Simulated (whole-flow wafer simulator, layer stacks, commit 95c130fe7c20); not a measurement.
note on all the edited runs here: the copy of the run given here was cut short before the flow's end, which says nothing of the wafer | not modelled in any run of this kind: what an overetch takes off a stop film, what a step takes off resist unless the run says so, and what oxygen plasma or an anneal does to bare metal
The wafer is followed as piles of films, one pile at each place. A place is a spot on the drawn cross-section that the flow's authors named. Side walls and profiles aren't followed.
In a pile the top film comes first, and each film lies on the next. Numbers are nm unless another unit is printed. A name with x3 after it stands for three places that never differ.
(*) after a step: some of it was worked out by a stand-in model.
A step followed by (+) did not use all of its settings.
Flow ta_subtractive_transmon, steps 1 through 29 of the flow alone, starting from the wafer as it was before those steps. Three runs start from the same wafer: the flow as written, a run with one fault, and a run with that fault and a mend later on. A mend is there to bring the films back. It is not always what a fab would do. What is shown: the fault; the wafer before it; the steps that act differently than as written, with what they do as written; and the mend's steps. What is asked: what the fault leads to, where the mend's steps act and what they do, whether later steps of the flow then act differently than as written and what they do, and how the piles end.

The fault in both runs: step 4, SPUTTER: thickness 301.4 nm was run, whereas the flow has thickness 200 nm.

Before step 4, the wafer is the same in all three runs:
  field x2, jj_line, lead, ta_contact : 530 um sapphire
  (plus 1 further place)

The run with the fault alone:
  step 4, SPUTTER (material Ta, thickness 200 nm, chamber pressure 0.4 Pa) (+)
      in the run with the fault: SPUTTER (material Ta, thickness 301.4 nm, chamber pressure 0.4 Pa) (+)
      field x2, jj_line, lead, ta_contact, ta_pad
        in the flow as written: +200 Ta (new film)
        in the run with the fault: +301.4 Ta (new film)
  Steps further on in the flow that do not act as written (not shown: 3 more steps that differ only slightly, by at most 2% or 0.5 nm, whichever is larger):
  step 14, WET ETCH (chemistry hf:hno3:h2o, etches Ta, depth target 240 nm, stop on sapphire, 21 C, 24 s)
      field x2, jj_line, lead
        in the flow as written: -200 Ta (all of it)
        in the run with the fault: -240 Ta
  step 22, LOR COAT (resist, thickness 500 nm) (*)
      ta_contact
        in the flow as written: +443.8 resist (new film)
        in the run with the fault: +433.7 resist (new film)
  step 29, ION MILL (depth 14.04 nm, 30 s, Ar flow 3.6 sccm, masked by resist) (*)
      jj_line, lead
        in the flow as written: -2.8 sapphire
        in the run with the fault: -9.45 Ta
  At field x2, jj_line, lead, ta_contact, ta_pad, the piles at the end differ from the flow's by more than 2% or 0.5 nm, whichever is larger.
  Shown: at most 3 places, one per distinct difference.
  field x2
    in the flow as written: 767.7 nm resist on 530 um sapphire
    in the run with the fault: 767.7 nm resist on 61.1 nm Ta on 530 um sapphire
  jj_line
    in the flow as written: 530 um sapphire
    in the run with the fault: 51.7 nm Ta on 530 um sapphire
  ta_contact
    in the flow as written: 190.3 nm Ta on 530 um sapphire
    in the run with the fault: 291.7 nm Ta on 530 um sapphire

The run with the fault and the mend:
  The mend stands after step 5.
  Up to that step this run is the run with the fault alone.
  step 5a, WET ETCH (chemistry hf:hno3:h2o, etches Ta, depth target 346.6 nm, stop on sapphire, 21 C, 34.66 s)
      field x2, jj_line, lead, ta_contact, ta_pad
        -301.4 Ta (all of it)
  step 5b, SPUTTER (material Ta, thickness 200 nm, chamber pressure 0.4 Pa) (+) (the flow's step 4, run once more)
      field x2, jj_line, lead, ta_contact, ta_pad
        +200 Ta (new film)
  Later steps of the flow that are run all act as written at every place that is followed.
  The piles end the same as the flow's at every place that both follow.
